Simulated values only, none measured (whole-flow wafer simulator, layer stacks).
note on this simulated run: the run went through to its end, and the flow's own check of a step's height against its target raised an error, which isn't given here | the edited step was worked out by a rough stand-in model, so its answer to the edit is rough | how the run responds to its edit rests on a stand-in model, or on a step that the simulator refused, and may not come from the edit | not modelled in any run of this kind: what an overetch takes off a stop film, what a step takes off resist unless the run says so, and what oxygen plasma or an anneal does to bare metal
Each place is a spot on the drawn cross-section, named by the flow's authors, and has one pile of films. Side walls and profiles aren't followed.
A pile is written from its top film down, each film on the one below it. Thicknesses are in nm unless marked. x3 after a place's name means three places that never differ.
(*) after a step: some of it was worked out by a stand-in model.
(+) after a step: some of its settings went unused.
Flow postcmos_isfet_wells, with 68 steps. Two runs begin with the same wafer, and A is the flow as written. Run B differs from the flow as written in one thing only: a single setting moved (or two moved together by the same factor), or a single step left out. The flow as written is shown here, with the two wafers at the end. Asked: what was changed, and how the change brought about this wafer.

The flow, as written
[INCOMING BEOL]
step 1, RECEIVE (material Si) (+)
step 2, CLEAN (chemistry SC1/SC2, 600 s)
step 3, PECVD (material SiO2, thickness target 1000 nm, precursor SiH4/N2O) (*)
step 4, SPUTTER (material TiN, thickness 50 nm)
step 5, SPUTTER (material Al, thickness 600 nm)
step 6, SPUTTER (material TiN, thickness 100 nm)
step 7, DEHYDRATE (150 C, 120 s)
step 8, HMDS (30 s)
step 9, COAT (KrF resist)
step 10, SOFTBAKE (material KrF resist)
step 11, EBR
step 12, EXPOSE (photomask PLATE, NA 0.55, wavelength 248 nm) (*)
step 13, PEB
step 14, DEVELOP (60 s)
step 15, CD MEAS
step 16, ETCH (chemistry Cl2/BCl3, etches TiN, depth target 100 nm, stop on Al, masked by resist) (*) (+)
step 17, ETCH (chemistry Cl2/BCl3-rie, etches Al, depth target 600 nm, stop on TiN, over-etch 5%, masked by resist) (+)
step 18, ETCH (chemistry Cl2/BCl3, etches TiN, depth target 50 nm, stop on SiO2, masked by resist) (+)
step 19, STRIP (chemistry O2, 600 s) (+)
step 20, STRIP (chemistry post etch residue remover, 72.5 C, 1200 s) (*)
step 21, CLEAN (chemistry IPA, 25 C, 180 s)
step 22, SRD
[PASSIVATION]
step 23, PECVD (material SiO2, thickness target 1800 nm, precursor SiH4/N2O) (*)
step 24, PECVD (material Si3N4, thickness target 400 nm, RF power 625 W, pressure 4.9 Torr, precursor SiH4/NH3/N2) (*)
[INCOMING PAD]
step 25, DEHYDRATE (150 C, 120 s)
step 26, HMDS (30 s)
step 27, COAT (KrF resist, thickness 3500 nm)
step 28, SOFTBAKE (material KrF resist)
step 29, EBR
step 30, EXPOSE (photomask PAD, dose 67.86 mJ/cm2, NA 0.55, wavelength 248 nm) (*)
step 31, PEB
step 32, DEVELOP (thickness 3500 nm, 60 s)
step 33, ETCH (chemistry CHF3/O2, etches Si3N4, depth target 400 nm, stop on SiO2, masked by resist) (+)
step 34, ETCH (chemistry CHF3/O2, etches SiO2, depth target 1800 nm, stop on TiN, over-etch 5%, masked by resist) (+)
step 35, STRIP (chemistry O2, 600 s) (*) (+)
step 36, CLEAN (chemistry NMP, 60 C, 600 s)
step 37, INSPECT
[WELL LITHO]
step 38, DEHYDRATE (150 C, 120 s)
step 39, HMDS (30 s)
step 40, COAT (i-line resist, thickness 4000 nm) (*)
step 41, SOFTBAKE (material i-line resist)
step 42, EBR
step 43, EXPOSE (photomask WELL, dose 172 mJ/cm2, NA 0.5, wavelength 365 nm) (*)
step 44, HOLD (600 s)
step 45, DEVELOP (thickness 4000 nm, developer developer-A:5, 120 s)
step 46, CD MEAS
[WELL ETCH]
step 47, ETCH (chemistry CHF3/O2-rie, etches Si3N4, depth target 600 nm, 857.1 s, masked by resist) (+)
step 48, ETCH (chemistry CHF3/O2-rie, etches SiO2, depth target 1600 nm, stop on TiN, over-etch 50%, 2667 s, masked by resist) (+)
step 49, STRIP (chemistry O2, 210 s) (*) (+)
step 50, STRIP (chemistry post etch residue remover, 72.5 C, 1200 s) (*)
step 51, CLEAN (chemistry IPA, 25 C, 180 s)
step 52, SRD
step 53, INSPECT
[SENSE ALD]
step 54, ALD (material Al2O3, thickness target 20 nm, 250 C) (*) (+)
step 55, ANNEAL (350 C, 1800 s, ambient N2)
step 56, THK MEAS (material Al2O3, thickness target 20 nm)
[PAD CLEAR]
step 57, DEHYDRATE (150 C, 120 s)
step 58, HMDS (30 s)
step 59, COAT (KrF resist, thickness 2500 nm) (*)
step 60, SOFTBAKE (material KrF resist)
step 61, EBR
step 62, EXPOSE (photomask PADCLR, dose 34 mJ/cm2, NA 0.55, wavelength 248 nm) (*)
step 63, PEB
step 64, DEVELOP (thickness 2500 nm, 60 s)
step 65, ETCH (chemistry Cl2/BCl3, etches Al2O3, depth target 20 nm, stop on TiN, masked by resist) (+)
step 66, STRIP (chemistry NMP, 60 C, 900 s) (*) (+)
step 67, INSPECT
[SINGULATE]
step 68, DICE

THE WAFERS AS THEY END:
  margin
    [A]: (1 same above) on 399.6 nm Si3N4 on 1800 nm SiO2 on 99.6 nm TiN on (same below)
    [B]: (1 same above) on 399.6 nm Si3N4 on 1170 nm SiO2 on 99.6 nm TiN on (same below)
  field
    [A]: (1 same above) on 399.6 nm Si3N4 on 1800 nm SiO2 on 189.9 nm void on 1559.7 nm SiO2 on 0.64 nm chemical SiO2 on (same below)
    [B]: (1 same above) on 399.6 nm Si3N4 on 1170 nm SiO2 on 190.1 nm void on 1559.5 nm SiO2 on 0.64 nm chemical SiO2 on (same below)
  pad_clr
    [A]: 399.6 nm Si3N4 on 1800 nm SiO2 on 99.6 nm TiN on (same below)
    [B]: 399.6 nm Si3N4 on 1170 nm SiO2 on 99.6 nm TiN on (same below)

The reason: step 23, PECVD: thickness target 1170 nm was run, whereas the flow has thickness target 1800 nm.
The wafer itself shows it: margin has SiO2 1170, and step 23 as written asks for 1800 nm.

The path from the change to this, step by step:
  step 23, PECVD (material SiO2, thickness target 1800 nm, precursor SiH4/N2O) (*)
      margin, well900, well1300 x3, pad_rim, pad_clr, pad_open: A +1800 SiO2 (new film) | B +1170 SiO2 (new film)
      field: A +1800 SiO2 (new film), +189.9 void (new film), +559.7 SiO2 | B +1170 SiO2 (new film), +190.1 void (new film), +559.5 SiO2
  step 34, ETCH (chemistry CHF3/O2, etches SiO2, depth target 1800 nm, stop on TiN, over-etch 5%, masked by resist) (+)
      field, margin, well900, well1300 x3, pad_rim, pad_clr: A -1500 KrF resist | B -1023.8 KrF resist
      pad_open: A -1800 SiO2 (all of it) | B -1170 SiO2 (all of it)
  step 35, STRIP (chemistry O2, 600 s) (*) (+)
      field, margin, well900, well1300 x3, pad_rim, pad_clr: A -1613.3 KrF resist (all of it) | B -2089.6 KrF resist (all of it)
  step 40, COAT (i-line resist, thickness 4000 nm) (*)
      pad_clr: A +3256.8 i-line resist (new film) | B +3456.9 i-line resist (new film)
      pad_open: A +4804.7 i-line resist (new film) | B +4577.5 i-line resist (new film)
  step 41, SOFTBAKE (material i-line resist)
      pad_clr: A -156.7 i-line resist | B -97.2 i-line resist
      pad_open: A +115.3 i-line resist | B +85.8 i-line resist
  step 48, ETCH (chemistry CHF3/O2-rie, etches SiO2, depth target 1600 nm, stop on TiN, over-etch 50%, 2667 s, masked by resist) (+)
      well900, well1300 x3: A -1600 SiO2 (all of it) | B -970 SiO2 (all of it)
  step 49, STRIP (chemistry O2, 210 s) (*) (+)
      pad_clr: A -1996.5 i-line resist (all of it) | B -2256.1 i-line resist (all of it)
      pad_open: A -3816.3 i-line resist (all of it) | B -3559.7 i-line resist (all of it)
  step 59, COAT (KrF resist, thickness 2500 nm) (*)
      field: A +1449 KrF resist (new film) | B +1750 KrF resist (new film)
      margin: A +1448.9 KrF resist (new film) | B +1749.9 KrF resist (new film)
      (also at 3 further places)
  step 60, SOFTBAKE (material KrF resist)
      pad_clr: A -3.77 KrF resist | B -3.15 KrF resist
  step 63, PEB
      field, margin: A -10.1 KrF resist | B -12.3 KrF resist
      pad_rim: A -13.9 KrF resist | B -15 KrF resist
      (also at 2 further places)
  step 64, DEVELOP (thickness 2500 nm, 60 s)
      pad_clr: A -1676 KrF resist (all of it) | B -1892.2 KrF resist (all of it)
      pad_open: A -3045.1 KrF resist (all of it) | B -2884.4 KrF resist (all of it)
  step 66, STRIP (chemistry NMP, 60 C, 900 s) (*) (+)
      field, margin: A -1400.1 KrF resist (all of it) | B -1698.9 KrF resist (all of it)
      pad_rim: A -1923.7 KrF resist (all of it) | B -2069.1 KrF resist (all of it)
